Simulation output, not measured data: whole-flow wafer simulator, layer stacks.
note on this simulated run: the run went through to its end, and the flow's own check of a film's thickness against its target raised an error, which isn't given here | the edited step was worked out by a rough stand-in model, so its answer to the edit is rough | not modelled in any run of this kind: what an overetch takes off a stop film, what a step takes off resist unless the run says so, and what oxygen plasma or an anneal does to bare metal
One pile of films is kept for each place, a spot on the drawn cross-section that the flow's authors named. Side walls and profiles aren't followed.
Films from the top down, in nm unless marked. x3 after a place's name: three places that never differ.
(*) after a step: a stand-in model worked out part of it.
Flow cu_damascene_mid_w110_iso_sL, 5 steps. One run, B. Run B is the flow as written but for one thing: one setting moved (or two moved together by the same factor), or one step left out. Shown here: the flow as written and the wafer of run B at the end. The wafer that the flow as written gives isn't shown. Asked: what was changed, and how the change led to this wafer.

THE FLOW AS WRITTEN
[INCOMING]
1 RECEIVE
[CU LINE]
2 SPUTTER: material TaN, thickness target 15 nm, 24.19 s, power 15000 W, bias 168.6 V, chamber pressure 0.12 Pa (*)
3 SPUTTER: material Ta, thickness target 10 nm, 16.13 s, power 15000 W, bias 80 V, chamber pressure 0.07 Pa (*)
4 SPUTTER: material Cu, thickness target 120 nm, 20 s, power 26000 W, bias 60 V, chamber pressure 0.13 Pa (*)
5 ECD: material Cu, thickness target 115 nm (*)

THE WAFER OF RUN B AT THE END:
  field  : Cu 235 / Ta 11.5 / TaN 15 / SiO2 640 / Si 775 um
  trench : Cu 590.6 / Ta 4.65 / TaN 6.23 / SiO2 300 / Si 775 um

The cause: step 3, SPUTTER: thickness target 11.5 nm was run, where the flow has thickness target 10 nm; step 3, SPUTTER: 18.55 s was run, where the flow has 16.13 s.
It can be read off the wafer: field has Ta 11.5, and step 3 as written asks for 10 nm.

How the change led to this, step by step:
  3 SPUTTER: material Ta, thickness target 10 nm, 16.13 s, power 15000 W, bias 80 V, chamber pressure 0.07 Pa (*)
      field: Ta +11.5 (new film) (as written it would be: Ta +10 (new film))
      trench: Ta +4.65 (new film) (as written it would be: Ta +4.05 (new film))
